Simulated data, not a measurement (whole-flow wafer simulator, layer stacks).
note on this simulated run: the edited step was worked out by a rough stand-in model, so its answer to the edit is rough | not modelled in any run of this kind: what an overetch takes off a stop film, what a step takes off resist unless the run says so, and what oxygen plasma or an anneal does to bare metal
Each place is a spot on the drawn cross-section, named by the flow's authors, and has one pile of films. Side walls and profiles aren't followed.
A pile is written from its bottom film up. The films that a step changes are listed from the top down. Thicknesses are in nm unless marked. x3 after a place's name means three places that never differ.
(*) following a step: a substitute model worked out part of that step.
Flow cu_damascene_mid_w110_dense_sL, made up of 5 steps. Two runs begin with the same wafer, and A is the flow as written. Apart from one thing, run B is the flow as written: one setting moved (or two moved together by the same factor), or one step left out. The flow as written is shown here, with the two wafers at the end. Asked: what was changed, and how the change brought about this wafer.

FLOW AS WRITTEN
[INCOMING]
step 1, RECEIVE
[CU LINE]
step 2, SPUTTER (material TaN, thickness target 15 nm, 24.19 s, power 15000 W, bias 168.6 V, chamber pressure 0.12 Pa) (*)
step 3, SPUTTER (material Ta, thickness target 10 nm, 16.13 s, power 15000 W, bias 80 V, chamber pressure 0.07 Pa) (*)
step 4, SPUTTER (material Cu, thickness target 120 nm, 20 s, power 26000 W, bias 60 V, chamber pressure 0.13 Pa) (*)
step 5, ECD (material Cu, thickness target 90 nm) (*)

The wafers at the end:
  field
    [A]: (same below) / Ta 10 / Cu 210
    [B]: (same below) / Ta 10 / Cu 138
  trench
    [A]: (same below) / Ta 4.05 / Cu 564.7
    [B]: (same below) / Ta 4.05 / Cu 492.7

What caused this: step 4, SPUTTER: thickness target 48 nm was run, though the flow has thickness target 120 nm; step 4, SPUTTER: 8 s was run, where the flow has 20 s.

The path from the change to this, step by step:
  step 4, SPUTTER (material Cu, thickness target 120 nm, 20 s, power 26000 W, bias 60 V, chamber pressure 0.13 Pa) (*)
      field: A Cu gains 120 (new film) | B Cu gains 48 (new film)
      trench: A Cu gains 49.9 (new film) | B Cu gains 20 (new film)
  step 5, ECD (material Cu, thickness target 90 nm) (*)
      trench: A Cu gains 514.8 | B Cu gains 472.7
